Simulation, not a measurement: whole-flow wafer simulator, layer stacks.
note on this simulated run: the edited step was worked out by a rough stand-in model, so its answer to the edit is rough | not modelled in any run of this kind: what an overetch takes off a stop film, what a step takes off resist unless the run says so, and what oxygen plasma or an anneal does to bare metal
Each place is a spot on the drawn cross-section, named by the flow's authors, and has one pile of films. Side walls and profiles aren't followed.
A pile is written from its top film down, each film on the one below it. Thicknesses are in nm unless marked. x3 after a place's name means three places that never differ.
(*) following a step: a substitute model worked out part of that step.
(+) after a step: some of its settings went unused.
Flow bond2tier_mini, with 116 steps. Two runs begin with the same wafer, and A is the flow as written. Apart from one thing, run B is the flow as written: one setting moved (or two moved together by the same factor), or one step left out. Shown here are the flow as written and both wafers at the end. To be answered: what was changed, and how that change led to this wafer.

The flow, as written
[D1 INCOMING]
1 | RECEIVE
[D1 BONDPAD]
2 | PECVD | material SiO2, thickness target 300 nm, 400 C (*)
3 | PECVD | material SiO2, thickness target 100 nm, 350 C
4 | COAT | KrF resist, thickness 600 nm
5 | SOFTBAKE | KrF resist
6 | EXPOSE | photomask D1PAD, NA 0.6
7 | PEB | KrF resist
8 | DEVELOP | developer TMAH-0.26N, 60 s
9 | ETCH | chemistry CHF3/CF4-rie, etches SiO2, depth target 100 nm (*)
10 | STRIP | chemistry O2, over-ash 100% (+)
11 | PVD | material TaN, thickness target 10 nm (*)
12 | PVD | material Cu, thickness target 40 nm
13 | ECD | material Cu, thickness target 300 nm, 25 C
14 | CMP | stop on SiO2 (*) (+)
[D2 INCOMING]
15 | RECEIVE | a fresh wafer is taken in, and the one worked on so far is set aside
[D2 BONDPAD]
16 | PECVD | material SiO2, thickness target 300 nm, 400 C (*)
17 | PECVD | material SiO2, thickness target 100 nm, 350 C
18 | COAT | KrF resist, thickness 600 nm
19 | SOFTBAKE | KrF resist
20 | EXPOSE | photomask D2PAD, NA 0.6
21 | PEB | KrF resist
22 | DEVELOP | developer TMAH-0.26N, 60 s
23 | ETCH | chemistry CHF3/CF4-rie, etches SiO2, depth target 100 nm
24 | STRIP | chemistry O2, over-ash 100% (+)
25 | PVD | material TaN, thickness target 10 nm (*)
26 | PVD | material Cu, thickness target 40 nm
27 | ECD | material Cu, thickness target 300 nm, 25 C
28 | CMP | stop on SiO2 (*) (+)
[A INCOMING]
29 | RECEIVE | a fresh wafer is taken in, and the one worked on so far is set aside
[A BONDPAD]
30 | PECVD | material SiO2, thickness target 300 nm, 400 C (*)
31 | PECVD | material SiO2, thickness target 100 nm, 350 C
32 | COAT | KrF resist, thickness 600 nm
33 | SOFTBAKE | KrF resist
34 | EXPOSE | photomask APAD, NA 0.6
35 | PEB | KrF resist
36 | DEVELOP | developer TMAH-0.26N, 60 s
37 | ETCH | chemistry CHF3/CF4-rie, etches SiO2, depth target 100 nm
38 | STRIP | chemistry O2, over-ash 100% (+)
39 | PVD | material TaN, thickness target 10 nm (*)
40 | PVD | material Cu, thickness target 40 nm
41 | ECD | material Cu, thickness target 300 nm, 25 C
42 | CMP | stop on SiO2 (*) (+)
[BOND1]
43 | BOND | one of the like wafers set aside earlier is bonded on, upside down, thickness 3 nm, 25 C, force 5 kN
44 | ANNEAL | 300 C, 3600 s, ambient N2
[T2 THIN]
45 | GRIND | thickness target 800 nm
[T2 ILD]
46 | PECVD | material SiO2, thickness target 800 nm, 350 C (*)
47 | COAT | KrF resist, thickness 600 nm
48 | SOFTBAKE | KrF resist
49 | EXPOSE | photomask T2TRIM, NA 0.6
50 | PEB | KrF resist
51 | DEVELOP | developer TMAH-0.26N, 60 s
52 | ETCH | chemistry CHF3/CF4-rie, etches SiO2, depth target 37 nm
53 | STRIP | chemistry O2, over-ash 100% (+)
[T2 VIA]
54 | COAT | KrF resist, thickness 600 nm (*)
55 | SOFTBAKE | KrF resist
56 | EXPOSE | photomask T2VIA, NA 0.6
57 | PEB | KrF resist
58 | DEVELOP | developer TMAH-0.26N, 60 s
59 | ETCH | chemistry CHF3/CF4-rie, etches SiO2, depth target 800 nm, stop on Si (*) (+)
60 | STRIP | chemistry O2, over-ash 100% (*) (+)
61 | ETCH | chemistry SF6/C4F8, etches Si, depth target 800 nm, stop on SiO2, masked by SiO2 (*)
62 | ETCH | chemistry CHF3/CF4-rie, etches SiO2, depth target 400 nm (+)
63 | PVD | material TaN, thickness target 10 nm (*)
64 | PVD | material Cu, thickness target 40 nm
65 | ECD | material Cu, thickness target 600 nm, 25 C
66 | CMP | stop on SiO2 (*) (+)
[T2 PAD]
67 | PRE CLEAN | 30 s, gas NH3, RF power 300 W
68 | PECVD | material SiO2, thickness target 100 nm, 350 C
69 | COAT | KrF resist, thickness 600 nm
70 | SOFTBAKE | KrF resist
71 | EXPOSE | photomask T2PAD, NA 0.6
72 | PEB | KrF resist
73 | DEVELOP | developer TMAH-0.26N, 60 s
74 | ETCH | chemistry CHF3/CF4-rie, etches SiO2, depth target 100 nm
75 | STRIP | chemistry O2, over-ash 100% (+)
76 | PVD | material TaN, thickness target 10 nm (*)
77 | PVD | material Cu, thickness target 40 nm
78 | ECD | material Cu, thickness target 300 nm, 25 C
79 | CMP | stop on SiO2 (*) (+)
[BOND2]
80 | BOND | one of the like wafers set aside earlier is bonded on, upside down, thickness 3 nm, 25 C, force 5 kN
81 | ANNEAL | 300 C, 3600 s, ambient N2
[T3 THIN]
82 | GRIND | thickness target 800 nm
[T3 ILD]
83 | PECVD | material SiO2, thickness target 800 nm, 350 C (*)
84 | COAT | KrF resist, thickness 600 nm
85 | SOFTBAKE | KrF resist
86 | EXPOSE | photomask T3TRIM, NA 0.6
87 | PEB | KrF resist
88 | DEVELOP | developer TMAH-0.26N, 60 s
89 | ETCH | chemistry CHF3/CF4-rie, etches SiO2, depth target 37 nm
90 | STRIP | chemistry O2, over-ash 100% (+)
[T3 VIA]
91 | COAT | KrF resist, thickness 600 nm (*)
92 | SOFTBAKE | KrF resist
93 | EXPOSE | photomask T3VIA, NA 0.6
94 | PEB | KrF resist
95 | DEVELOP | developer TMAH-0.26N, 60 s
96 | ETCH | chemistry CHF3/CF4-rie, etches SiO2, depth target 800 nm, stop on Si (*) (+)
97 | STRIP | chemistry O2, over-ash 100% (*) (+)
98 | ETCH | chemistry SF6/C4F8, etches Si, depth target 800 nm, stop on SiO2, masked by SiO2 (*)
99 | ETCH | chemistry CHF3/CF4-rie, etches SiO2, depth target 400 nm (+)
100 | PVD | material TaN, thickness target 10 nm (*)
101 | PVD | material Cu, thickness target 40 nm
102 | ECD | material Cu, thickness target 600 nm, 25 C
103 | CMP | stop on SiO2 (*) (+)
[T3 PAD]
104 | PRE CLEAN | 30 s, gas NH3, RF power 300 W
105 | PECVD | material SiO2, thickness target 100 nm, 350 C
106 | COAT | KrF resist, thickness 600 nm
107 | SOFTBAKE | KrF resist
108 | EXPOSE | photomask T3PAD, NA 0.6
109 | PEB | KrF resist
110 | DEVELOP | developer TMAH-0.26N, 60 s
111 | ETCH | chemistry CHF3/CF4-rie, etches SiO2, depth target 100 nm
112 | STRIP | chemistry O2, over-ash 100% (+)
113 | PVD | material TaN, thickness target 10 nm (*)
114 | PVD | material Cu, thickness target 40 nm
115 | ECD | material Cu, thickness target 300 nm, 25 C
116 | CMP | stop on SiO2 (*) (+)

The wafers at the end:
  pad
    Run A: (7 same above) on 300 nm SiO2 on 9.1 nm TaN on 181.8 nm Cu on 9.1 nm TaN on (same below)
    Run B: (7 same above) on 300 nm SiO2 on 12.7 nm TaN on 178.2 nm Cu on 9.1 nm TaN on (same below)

The reason: step 25, PVD: thickness target 14 nm was run, though the flow has thickness target 10 nm.

How this came from the change, step by step:
  25 | PVD | material TaN, thickness target 10 nm (*)
      field: A +10 TaN (new film) | B +14 TaN (new film)
      pad: A +9.1 TaN (new film) | B +12.7 TaN (new film)
      (and at 1 other place as well)
  28 | CMP | stop on SiO2 (*) (+)
      field: A -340 Cu (all of it), -10 TaN (all of it) | B -340 Cu (all of it), -14 TaN (all of it)
  80 | BOND | one of the like wafers set aside earlier is bonded on, upside down, thickness 3 nm, 25 C, force 5 kN
      pad: A +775 um Si (new film), +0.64 chemical SiO2 (new film), +300 SiO2 (new film), +9.1 TaN (new film), +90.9 Cu | B +775 um Si (new film), +0.64 chemical SiO2 (new film), +300 SiO2 (new film), +12.7 TaN (new film), +87.3 Cu
